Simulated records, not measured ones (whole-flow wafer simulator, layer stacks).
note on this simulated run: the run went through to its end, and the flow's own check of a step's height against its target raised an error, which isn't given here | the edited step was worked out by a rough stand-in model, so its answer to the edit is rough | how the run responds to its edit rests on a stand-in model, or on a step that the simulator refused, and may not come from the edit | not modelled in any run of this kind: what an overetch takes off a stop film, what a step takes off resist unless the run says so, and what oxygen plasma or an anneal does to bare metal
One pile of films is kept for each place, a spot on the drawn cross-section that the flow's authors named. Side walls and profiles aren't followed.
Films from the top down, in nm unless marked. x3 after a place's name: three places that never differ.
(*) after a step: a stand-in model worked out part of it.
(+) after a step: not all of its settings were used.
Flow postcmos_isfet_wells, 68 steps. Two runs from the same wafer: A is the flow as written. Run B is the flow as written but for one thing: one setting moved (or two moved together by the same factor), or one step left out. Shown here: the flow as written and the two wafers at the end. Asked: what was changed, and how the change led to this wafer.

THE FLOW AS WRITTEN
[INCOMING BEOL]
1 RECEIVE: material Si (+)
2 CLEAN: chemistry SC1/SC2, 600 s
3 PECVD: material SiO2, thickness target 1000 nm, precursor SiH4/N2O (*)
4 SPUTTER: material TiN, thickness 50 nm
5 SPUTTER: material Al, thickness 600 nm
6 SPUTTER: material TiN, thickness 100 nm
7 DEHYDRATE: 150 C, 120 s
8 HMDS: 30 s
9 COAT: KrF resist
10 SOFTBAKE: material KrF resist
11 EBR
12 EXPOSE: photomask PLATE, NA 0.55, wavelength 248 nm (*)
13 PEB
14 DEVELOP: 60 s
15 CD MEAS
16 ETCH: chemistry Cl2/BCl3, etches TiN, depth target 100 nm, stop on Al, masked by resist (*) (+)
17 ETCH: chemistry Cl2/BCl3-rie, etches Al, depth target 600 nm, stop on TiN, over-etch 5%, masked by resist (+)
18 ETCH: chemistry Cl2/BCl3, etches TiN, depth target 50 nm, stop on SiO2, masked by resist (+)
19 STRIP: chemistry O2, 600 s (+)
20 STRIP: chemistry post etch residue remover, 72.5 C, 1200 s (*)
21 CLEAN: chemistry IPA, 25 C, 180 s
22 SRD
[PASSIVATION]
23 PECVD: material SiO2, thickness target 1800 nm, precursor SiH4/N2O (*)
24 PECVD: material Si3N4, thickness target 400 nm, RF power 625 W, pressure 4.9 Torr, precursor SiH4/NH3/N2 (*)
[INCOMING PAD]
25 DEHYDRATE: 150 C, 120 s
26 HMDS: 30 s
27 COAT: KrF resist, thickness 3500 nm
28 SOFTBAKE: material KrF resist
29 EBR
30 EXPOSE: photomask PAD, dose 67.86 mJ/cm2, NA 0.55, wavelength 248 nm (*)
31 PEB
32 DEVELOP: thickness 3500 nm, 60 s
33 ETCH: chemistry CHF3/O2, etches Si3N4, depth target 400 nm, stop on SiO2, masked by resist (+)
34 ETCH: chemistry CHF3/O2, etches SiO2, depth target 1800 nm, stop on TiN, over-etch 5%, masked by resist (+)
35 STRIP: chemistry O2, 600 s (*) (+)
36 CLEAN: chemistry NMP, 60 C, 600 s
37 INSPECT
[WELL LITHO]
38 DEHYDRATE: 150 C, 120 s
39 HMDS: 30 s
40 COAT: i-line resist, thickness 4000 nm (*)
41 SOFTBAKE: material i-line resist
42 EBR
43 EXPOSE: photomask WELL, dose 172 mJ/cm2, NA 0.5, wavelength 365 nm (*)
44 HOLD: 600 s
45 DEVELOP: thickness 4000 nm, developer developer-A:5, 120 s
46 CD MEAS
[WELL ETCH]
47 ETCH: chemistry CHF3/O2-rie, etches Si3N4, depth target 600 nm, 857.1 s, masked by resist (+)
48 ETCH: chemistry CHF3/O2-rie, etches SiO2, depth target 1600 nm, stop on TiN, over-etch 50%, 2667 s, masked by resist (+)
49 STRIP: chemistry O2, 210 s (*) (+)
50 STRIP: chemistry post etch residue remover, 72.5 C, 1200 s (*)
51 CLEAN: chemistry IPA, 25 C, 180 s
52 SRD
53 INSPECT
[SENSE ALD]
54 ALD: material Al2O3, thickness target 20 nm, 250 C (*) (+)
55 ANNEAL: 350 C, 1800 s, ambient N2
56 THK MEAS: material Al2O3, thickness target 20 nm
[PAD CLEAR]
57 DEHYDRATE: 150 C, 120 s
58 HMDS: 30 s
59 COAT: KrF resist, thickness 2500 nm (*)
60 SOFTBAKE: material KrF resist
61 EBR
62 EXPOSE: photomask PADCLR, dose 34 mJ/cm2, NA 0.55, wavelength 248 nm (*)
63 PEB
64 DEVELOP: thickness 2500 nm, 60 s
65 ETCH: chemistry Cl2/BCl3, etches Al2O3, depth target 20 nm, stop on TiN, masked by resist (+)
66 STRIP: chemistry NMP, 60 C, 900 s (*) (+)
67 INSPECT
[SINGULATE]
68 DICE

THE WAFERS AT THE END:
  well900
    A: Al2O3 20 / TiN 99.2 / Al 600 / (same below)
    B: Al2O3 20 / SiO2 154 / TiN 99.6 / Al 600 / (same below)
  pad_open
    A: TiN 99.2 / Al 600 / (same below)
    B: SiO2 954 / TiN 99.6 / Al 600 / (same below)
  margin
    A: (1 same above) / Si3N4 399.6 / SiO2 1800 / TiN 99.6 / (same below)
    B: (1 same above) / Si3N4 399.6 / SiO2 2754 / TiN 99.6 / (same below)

The cause: step 23, PECVD: thickness target 2754 nm was run, where the flow has thickness target 1800 nm.
It can be read off the wafer: margin has SiO2 2754, and step 23 as written asks for 1800 nm.

How the change led to this, step by step:
  23 PECVD: material SiO2, thickness target 1800 nm, precursor SiH4/N2O (*)
      margin, well900, well1300 x3, pad_rim, pad_clr, pad_open: A SiO2 +1800 (new film) | B SiO2 +2754 (new film)
      field: A SiO2 +1800 (new film), void +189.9 (new film), SiO2 +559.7 | B SiO2 +2754 (new film), void +189.7 (new film), SiO2 +559.8
  34 ETCH: chemistry CHF3/O2, etches SiO2, depth target 1800 nm, stop on TiN, over-etch 5%, masked by resist (+)
      pad_open: A SiO2 -1800 (all of it) | B SiO2 -1800
  48 ETCH: chemistry CHF3/O2-rie, etches SiO2, depth target 1600 nm, stop on TiN, over-etch 50%, 2667 s, masked by resist (+)
      well900, well1300 x3: A SiO2 -1600 (all of it) | B SiO2 -2400
  59 COAT: KrF resist, thickness 2500 nm (*)
      field: A KrF resist +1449 (new film) | B KrF resist +1067 (new film)
      margin: A KrF resist +1448.9 (new film) | B KrF resist +1066.9 (new film)
  63 PEB
      field, margin: A KrF resist -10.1 | B KrF resist -7.38
  66 STRIP: chemistry NMP, 60 C, 900 s (*) (+)
      field: A KrF resist -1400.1 (all of it) | B KrF resist -1020.9 (all of it)
      margin: A KrF resist -1400.1 (all of it) | B KrF resist -1020.8 (all of it)
